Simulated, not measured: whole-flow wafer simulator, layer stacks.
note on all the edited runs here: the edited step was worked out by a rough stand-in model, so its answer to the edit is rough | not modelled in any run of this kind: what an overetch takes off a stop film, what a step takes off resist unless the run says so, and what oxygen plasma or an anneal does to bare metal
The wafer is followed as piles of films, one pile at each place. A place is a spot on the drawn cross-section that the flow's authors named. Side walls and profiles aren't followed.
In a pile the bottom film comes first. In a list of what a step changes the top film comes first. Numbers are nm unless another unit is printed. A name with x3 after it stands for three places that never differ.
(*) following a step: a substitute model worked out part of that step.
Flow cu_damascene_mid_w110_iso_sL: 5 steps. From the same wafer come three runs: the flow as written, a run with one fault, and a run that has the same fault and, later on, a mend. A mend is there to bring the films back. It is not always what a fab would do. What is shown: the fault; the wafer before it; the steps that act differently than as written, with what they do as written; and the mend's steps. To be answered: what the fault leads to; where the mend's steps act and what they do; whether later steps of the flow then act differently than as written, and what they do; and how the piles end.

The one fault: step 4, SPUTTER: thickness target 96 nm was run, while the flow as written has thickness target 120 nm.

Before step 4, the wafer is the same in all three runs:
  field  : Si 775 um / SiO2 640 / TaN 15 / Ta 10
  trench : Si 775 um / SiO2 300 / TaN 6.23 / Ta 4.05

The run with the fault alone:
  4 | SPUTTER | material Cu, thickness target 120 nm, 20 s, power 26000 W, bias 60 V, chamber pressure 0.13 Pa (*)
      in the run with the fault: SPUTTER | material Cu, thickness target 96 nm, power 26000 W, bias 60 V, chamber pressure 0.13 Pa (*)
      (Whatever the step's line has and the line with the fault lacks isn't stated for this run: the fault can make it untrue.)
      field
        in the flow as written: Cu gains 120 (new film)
        in the run with the fault: Cu gains 96 (new film)
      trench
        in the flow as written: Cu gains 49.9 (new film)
        in the run with the fault: Cu gains 39.9 (new film)
  Steps later in the flow that act otherwise than as written:
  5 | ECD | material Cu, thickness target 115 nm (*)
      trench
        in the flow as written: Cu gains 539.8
        in the run with the fault: Cu gains 525.8
  At field, trench, the piles at the end differ from the flow's by more than 2% or 0.5 nm, whichever is larger.
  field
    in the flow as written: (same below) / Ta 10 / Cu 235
    in the run with the fault: (same below) / Ta 10 / Cu 211
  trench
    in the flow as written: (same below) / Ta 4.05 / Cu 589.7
    in the run with the fault: (same below) / Ta 4.05 / Cu 565.7

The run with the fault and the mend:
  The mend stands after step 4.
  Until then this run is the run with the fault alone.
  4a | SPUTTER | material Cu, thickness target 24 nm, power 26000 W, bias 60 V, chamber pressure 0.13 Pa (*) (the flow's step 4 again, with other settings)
      field
        Cu gains 24
      trench
        Cu gains 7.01
  Every later step of the flow that is run acts as written, at every place that is followed, to within 2% or 0.5 nm, whichever is larger.
  At every place that both follow, the piles at the end match the flow's.
